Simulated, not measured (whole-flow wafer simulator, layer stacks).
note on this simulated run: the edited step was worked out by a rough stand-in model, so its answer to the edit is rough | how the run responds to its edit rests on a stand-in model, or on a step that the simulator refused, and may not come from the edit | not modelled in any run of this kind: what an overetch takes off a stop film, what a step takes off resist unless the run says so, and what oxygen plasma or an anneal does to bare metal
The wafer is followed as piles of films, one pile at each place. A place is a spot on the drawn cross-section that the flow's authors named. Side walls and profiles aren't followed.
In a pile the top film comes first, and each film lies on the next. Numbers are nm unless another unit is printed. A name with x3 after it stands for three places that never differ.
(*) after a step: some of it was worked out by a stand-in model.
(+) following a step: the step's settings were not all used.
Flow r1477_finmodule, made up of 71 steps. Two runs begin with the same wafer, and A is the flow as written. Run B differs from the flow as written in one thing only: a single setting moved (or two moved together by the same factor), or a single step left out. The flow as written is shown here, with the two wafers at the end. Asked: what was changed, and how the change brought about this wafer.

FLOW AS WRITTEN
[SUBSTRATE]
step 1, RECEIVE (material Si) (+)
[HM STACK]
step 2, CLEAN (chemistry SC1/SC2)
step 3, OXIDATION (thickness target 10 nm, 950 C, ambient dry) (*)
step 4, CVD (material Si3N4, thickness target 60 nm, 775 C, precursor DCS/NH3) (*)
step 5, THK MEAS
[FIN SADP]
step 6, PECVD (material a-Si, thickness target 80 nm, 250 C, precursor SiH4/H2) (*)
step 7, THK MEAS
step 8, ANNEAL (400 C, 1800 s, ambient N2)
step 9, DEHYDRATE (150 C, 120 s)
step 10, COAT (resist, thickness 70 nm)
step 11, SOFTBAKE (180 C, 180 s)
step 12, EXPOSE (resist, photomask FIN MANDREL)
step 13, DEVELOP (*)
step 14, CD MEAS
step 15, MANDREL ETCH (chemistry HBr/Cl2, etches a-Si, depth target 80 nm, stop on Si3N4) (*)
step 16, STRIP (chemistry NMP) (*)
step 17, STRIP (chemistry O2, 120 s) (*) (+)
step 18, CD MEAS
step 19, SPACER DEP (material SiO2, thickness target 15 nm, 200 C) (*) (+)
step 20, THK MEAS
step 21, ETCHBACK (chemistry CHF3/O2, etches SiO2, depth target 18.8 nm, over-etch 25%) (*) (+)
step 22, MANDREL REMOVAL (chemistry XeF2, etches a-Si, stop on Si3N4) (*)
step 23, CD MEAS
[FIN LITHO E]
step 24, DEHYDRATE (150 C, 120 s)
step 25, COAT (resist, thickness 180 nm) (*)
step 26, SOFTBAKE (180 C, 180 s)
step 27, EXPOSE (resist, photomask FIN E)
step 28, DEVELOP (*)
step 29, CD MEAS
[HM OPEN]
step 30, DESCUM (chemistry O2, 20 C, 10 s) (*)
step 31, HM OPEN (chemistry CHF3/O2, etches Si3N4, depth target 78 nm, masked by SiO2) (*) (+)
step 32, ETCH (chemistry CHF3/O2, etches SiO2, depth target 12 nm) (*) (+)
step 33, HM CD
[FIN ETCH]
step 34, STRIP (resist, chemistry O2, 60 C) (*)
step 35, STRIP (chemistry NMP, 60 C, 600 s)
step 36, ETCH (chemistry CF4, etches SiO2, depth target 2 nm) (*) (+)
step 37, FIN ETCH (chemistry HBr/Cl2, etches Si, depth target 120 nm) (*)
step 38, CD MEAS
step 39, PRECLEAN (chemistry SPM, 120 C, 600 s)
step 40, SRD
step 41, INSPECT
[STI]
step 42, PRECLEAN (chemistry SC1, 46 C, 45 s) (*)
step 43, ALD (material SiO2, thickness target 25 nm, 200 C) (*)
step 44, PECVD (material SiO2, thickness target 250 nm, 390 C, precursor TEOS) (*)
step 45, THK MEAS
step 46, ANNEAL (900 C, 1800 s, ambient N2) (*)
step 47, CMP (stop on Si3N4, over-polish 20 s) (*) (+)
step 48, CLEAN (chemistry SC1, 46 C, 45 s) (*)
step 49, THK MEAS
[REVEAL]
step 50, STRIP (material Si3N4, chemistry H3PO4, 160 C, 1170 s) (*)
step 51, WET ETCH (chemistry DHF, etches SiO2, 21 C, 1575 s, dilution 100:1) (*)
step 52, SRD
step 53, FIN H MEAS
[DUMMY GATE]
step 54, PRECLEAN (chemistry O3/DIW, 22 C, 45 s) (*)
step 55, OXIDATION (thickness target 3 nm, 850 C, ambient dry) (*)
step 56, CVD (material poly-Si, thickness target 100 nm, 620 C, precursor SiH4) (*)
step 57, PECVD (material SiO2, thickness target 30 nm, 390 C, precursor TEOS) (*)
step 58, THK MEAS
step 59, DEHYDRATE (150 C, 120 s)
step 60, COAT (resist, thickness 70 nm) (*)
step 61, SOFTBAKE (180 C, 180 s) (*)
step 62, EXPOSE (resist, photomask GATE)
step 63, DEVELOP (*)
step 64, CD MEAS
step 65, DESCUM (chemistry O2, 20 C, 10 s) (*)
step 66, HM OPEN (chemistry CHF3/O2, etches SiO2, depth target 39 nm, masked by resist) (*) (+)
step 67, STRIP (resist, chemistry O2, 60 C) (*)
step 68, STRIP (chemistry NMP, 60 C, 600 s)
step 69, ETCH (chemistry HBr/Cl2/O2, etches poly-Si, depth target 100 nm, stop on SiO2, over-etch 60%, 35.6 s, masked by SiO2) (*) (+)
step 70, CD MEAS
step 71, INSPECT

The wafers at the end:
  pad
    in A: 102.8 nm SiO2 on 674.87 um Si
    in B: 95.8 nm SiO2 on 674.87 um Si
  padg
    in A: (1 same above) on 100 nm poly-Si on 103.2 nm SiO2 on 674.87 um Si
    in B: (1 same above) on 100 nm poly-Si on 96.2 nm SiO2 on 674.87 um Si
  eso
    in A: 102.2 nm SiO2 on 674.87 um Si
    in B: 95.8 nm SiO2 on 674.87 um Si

What caused this: step 44, PECVD: thickness target 167.5 nm was run, while the flow as written has thickness target 250 nm.

The path from the change to this, step by step:
  step 44, PECVD (material SiO2, thickness target 250 nm, 390 C, precursor TEOS) (*)
      pad, padg, elg and 33 more: A +250 SiO2 | B +167.5 SiO2
  step 46, ANNEAL (900 C, 1800 s, ambient N2) (*)
      pad, padg, elg and 33 more: A -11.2 SiO2 | B -7.54 SiO2
  step 47, CMP (stop on Si3N4, over-polish 20 s) (*) (+)
      pad, padg, e40sg and 11 more: A -71.8 SiO2 | B nothing
      eso: A -72.4 SiO2 | B nothing
      (and at 21 other places as well)
  step 60, COAT (resist, thickness 70 nm) (*)
      e40sg, e40so: A +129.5 resist (new film) | B +136.1 resist (new film)
      e100sg, e100so: A +129.4 resist (new film) | B +136.1 resist (new film)
      (and at 9 other places as well)
  step 63, DEVELOP (*)
      eso: A -129.5 resist (all of it) | B -135.5 resist (all of it)
      e40so: A -129.5 resist (all of it) | B -136.1 resist (all of it)
      (and at 5 other places as well)
  step 67, STRIP (resist, chemistry O2, 60 C) (*)
      e40sg: A -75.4 resist (all of it) | B -82 resist (all of it)
      e100sg: A -75.3 resist (all of it) | B -82 resist (all of it)
      (and at 4 other places as well)
